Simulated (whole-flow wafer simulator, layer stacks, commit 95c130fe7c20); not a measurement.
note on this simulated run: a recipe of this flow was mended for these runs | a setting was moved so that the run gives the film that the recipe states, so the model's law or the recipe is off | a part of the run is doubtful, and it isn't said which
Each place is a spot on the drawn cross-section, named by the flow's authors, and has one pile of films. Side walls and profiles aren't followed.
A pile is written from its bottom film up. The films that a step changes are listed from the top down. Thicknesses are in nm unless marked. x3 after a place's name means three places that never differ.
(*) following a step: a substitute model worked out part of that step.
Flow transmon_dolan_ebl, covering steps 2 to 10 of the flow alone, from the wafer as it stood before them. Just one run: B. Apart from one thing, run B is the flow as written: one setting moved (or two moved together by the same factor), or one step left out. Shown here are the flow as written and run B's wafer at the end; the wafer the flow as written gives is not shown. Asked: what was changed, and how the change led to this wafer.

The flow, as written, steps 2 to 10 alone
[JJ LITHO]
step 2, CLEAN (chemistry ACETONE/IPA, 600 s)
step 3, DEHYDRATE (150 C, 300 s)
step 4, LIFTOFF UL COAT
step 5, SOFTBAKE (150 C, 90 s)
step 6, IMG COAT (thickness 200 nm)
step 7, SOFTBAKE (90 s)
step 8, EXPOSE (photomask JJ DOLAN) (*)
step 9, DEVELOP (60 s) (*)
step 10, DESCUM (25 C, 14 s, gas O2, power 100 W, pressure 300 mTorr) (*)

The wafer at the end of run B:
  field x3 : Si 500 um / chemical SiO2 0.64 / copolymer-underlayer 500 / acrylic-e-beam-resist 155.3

What caused this: step 6, IMG COAT: thickness 170 nm was run, while the flow as written has thickness 200 nm.

Step by step, how the change led to this:
  step 6, IMG COAT (thickness 200 nm)
      field x3, jj_line: acrylic-e-beam-resist gains 170 (new film) (it would be, as written: acrylic-e-beam-resist gains 200 (new film))
  step 9, DEVELOP (60 s) (*)
      jj_line: acrylic-e-beam-resist loses 170 (all of it), copolymer-underlayer loses 500 (all of it) (it would be, as written: acrylic-e-beam-resist loses 200 (all of it), copolymer-underlayer loses 500 (all of it))
